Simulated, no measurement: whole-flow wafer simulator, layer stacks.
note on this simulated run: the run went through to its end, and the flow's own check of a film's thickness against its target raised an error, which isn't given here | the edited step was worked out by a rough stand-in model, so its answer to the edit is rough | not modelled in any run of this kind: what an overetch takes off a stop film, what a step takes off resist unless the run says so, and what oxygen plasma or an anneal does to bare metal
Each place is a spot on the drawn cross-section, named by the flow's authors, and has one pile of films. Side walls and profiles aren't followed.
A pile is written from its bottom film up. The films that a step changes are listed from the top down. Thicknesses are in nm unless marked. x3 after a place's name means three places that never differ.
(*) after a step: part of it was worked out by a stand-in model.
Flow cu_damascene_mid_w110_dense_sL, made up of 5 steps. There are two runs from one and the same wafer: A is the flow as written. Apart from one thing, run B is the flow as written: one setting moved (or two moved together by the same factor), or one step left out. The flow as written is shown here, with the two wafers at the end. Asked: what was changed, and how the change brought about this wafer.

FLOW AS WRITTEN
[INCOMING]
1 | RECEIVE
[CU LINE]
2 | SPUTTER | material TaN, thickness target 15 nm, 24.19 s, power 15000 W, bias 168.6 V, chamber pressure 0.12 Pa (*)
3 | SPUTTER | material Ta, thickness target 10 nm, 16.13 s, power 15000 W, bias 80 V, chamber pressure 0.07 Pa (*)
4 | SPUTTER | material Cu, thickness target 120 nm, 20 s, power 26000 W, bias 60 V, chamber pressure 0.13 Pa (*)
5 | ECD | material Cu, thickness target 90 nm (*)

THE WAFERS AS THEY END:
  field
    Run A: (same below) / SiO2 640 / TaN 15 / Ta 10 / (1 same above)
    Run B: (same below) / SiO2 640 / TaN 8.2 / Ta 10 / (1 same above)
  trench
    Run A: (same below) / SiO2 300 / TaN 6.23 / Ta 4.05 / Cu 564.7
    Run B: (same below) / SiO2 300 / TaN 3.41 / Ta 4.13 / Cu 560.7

The reason: step 2, SPUTTER: thickness target 8.2 nm was run, while the flow as written has thickness target 15 nm; step 2, SPUTTER: 13.3 s was run, where the flow has 24.19 s.
The wafer lets one read it off: field has TaN 8.2, and step 2 as written asks for 15 nm.

The path from the change to this, step by step:
  2 | SPUTTER | material TaN, thickness target 15 nm, 24.19 s, power 15000 W, bias 168.6 V, chamber pressure 0.12 Pa (*)
      field: A +15 TaN (new film) | B +8.2 TaN (new film)
      trench: A +6.23 TaN (new film) | B +3.41 TaN (new film)
  4 | SPUTTER | material Cu, thickness target 120 nm, 20 s, power 26000 W, bias 60 V, chamber pressure 0.13 Pa (*)
      trench: A +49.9 Cu (new film) | B +51.1 Cu (new film)
